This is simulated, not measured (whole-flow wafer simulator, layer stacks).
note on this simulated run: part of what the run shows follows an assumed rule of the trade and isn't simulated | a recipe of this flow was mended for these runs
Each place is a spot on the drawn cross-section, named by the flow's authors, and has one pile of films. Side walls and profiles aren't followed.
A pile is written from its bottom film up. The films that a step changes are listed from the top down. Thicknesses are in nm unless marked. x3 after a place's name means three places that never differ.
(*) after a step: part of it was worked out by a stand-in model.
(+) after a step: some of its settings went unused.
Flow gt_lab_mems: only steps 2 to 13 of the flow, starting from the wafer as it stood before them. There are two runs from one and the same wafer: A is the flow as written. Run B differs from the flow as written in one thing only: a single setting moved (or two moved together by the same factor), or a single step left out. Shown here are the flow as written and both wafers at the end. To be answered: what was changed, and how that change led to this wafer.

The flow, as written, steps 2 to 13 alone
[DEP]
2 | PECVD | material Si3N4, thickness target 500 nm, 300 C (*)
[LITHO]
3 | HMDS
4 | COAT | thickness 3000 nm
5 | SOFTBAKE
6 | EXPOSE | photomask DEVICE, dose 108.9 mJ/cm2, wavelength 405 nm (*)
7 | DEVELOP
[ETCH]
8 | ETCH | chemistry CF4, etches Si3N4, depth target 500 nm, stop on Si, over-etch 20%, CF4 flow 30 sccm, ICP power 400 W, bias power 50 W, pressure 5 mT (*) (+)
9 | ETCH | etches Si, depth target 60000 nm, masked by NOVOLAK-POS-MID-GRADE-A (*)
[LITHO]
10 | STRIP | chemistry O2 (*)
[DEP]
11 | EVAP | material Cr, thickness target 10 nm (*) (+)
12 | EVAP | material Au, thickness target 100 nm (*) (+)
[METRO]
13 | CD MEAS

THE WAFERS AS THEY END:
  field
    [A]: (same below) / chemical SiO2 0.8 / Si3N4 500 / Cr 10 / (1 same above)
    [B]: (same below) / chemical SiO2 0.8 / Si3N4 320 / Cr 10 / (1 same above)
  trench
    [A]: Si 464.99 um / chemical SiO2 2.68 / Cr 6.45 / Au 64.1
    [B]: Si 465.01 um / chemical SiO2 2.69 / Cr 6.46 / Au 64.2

Cause: step 2, PECVD: thickness target 320 nm was run, though the flow has thickness target 500 nm; step 8, ETCH: depth target 320 nm was run, where the flow has depth target 500 nm.
One can read it off the wafer: field has Si3N4 320, and step 2 as written asks for 500 nm.

How this came from the change, step by step:
  2 | PECVD | material Si3N4, thickness target 500 nm, 300 C (*)
      field, trench: A Si3N4 gains 500 (new film) | B Si3N4 gains 320 (new film)
  8 | ETCH | chemistry CF4, etches Si3N4, depth target 500 nm, stop on Si, over-etch 20%, CF4 flow 30 sccm, ICP power 400 W, bias power 50 W, pressure 5 mT (*) (+)
      field: A g/i-line-resist loses 400 | B g/i-line-resist loses 256
      trench: A Si3N4 loses 500 (all of it), chemical SiO2 loses 0.8 (all of it), Si loses 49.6 | B Si3N4 loses 320 (all of it), chemical SiO2 loses 0.8 (all of it), Si loses 31.6
  10 | STRIP | chemistry O2 (*)
      field: A g/i-line-resist loses 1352 (all of it) | B g/i-line-resist loses 1496 (all of it)
